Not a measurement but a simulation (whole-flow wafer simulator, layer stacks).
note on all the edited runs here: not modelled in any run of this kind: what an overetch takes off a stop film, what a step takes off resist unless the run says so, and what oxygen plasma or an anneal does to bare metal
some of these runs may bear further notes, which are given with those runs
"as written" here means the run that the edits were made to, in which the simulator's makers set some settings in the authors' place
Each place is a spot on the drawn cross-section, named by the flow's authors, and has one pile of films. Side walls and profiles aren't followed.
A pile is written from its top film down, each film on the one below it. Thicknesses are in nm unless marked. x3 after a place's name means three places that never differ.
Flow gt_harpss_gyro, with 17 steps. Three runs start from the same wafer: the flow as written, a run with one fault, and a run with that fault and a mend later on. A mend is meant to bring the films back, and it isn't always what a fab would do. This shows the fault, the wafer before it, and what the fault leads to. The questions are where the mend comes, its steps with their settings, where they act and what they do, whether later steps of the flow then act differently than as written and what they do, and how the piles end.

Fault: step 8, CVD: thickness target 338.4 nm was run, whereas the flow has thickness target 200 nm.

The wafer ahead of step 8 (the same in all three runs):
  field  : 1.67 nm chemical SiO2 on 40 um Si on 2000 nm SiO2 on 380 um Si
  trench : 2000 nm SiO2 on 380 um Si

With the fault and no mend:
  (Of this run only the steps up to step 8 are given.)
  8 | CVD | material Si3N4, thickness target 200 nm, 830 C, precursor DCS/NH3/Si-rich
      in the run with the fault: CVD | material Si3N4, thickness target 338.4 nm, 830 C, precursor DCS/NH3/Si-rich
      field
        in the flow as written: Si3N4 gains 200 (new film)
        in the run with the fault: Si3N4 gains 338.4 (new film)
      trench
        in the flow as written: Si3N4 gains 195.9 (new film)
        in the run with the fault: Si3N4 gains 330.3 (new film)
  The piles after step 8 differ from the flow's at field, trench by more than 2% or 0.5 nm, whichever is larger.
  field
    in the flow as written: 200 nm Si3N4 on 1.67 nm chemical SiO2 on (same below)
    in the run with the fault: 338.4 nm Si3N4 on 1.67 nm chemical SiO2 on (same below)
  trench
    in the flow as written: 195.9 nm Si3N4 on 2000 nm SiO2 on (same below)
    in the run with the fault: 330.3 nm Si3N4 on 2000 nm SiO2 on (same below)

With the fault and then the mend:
  The mend stands after step 8.
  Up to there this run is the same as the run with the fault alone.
  8a | ETCH | chemistry h3po4, depth target 388.5 nm
      field
        Si3N4 loses 338.4 (all of it)
      trench
        Si3N4 loses 330.3 (all of it)
  8b | CLEAN | chemistry SPM (the flow's step 1 again)
      does not change any film at any place that is followed
  8c | CVD | material Si3N4, thickness target 200 nm, 830 C, precursor DCS/NH3/Si-rich (the flow's step 8 again)
      field
        Si3N4 gains 200 (new film)
      trench
        Si3N4 gains 195.9 (new film)
  None of the later steps of the flow acts differently than as written at any place that is followed.
  By the end, the piles equal the flow's at every place that both follow.
